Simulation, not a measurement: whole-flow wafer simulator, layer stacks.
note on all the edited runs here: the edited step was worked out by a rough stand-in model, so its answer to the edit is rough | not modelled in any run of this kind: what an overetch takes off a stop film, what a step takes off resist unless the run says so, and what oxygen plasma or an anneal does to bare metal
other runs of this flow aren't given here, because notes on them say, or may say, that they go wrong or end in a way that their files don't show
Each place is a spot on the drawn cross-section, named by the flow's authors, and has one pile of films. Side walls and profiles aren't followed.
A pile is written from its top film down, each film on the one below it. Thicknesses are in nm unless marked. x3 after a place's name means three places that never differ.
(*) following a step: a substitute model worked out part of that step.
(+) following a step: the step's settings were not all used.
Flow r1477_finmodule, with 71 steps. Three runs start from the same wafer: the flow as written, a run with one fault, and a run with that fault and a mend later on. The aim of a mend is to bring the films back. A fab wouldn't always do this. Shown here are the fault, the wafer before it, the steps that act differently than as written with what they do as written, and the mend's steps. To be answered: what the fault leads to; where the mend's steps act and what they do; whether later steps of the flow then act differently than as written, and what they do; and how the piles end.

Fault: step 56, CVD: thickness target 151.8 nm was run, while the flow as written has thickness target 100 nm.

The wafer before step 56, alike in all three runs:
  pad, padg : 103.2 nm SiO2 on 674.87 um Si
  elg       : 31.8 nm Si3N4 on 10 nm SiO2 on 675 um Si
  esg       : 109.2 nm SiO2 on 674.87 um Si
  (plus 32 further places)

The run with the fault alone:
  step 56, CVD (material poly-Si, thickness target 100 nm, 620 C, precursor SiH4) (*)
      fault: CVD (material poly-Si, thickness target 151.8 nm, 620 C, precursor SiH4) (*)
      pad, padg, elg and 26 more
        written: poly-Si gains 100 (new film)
        fault: poly-Si gains 151.8 (new film)
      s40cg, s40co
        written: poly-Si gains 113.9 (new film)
        fault: poly-Si gains 166.4 (new film)
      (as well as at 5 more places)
  Steps further on in the flow that do not act as written (not shown: 2 more steps that differ only slightly, by at most 2% or 0.5 nm, whichever is larger):
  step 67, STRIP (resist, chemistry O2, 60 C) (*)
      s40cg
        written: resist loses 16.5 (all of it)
        fault: resist loses 15.9 (all of it)
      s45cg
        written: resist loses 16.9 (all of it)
        fault: resist loses 16.2 (all of it)
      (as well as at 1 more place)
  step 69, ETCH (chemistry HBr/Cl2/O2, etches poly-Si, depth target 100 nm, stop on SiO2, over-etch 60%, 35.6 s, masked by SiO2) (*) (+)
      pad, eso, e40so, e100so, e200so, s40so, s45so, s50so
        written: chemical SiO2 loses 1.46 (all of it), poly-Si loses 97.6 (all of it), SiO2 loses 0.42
        fault: chemical SiO2 loses 1.46 (all of it), poly-Si loses 149.4 (all of it)
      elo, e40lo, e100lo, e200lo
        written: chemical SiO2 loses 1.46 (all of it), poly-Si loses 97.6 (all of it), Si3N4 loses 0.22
        fault: chemical SiO2 loses 1.46 (all of it), poly-Si loses 149.4 (all of it)
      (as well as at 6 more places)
  At padg, elg, esg and 18 more, the piles at the end differ from the flow's by more than 2% or 0.5 nm, whichever is larger.
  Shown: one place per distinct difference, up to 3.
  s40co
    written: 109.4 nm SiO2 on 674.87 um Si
    fault: 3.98 nm poly-Si on 109.6 nm SiO2 on 674.87 um Si
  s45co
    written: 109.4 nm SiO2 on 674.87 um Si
    fault: 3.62 nm poly-Si on 109.6 nm SiO2 on 674.87 um Si
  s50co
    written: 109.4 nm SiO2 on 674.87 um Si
    fault: 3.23 nm poly-Si on 109.6 nm SiO2 on 674.87 um Si

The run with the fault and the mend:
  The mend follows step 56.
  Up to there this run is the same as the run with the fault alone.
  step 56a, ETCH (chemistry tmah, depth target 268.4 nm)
      pad, padg, elg and 26 more
        poly-Si loses 151.8 (all of it)
      s40cg, s40co
        poly-Si loses 166.4 (all of it)
      s45cg, s45co
        poly-Si loses 166.1 (all of it)
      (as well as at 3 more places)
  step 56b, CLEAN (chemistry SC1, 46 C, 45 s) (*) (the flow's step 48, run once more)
      s40sg_line, s45sg_line, s50sg_line, s40so_line, s45so_line, s50so_line
        SiO2 loses 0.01
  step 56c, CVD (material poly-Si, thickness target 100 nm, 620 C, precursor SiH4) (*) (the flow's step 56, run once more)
      pad, padg, elg and 26 more
        poly-Si gains 100 (new film)
      s40cg, s40co
        poly-Si gains 113.9 (new film)
      s45cg, s45co
        poly-Si gains 113.4 (new film)
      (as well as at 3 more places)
  Every later step of the flow that is run acts as written, at every place that is followed, to within 2% or 0.5 nm, whichever is larger.
  At the end the piles are close to the flow's at the places that both follow, differing by at most 2% or 0.5 nm, whichever is larger.
